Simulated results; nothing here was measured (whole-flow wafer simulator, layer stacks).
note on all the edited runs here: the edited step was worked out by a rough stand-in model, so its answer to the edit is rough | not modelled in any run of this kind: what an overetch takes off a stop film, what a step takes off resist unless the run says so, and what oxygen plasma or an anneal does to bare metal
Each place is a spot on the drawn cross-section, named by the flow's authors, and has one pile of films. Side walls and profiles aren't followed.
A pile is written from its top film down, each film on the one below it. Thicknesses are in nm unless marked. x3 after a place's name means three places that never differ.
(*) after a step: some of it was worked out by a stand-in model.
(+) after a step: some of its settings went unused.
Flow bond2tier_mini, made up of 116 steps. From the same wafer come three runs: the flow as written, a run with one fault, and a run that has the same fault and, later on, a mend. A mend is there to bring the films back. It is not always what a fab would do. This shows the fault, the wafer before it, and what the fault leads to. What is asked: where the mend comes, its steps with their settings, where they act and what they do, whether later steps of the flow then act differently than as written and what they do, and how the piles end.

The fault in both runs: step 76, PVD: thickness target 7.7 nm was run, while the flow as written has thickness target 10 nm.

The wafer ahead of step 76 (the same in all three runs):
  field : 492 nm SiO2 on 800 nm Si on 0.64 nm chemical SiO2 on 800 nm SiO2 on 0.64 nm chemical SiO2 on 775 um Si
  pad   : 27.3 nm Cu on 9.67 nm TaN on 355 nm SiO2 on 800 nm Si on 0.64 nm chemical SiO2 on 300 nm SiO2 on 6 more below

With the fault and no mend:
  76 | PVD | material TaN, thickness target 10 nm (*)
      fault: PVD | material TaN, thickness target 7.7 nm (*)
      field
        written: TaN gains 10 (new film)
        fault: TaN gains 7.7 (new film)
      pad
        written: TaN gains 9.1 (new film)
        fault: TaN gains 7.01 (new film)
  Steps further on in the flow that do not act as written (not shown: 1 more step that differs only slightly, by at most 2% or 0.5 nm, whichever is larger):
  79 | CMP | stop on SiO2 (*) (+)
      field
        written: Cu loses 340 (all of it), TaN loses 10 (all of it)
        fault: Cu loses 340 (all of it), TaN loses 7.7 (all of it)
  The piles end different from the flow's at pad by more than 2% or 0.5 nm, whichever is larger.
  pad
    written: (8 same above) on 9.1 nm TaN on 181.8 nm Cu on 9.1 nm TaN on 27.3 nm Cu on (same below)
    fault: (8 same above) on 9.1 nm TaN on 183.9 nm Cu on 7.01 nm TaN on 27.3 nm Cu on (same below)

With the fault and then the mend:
  The mend stands after step 76.
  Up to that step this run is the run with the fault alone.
  76a | PVD | material TaN, thickness target 2.3 nm (*) (the flow's step 76, run once more with other settings)
      field
        TaN gains 2.3
      pad
        TaN gains 2.09
  Every later step of the flow that is run acts as written at every place that is followed.
  At every place that both follow, the piles at the end match the flow's.
